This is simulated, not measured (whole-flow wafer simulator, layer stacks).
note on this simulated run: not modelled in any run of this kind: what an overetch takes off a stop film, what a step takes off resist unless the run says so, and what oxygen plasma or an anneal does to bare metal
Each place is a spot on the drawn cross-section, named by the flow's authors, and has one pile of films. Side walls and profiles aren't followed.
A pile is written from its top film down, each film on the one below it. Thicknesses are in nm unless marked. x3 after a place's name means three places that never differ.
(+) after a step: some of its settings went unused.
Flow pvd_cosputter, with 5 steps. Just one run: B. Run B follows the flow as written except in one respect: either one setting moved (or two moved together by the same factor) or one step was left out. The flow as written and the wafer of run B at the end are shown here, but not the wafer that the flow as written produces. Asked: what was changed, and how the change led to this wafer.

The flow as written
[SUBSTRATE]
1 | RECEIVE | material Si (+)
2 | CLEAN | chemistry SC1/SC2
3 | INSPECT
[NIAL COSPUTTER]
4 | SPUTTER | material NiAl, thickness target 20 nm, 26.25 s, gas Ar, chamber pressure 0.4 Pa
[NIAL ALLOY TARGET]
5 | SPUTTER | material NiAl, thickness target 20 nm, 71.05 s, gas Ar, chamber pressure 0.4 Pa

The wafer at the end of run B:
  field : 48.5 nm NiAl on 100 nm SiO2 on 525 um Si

Cause: step 5, SPUTTER: thickness target 28.5 nm was run, though the flow has thickness target 20 nm; step 5, SPUTTER: 101.2 s was run, where the flow has 71.05 s.

The path from the change to this, step by step:
  5 | SPUTTER | material NiAl, thickness target 20 nm, 71.05 s, gas Ar, chamber pressure 0.4 Pa
      field: NiAl gains 28.5 (in the flow as written it would be: NiAl gains 20)
